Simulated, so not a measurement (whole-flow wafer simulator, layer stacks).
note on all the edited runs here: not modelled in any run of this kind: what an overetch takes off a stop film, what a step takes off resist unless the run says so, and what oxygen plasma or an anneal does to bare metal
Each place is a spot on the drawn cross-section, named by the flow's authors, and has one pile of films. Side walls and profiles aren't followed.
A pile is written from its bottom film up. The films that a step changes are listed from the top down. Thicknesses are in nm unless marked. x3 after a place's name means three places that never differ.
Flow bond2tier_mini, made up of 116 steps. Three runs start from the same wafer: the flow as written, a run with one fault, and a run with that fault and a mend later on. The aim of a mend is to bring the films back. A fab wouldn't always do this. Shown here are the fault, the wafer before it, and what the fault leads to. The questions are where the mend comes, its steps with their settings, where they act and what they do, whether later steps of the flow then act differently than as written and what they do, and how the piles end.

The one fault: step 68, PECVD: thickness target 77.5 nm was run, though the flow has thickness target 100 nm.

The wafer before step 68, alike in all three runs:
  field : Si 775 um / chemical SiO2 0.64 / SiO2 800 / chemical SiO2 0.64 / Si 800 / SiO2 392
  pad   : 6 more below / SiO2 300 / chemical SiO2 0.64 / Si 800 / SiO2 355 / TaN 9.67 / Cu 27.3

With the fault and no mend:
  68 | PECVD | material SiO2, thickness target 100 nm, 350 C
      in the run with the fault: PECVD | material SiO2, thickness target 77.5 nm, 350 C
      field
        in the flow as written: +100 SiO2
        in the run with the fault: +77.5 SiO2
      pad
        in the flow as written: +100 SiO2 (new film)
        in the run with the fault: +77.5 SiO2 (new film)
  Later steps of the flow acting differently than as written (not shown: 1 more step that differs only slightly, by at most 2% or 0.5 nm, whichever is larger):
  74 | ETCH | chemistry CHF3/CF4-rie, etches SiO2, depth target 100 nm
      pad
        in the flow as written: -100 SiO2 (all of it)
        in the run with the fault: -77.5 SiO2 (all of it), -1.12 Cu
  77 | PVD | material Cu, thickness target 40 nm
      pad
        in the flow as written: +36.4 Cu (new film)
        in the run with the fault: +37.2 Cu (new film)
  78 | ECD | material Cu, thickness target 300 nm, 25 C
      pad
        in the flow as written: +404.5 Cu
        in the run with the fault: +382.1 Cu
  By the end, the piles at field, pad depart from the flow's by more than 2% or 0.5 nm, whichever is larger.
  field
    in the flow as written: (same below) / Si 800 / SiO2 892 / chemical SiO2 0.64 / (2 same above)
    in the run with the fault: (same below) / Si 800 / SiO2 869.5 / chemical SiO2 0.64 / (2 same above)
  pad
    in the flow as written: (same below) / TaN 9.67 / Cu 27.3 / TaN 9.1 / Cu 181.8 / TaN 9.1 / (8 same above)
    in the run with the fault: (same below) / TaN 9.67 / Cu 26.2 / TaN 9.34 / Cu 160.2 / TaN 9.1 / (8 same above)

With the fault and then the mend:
  After step 68 comes the mend.
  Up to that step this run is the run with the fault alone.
  68a | PECVD | material SiO2, thickness target 22.5 nm, 350 C (the flow's step 68, run once more with other settings)
      field, pad
        +22.5 SiO2
  Every later step of the flow that is run acts as written at every place that is followed.
  At every place that both follow, the piles at the end match the flow's.
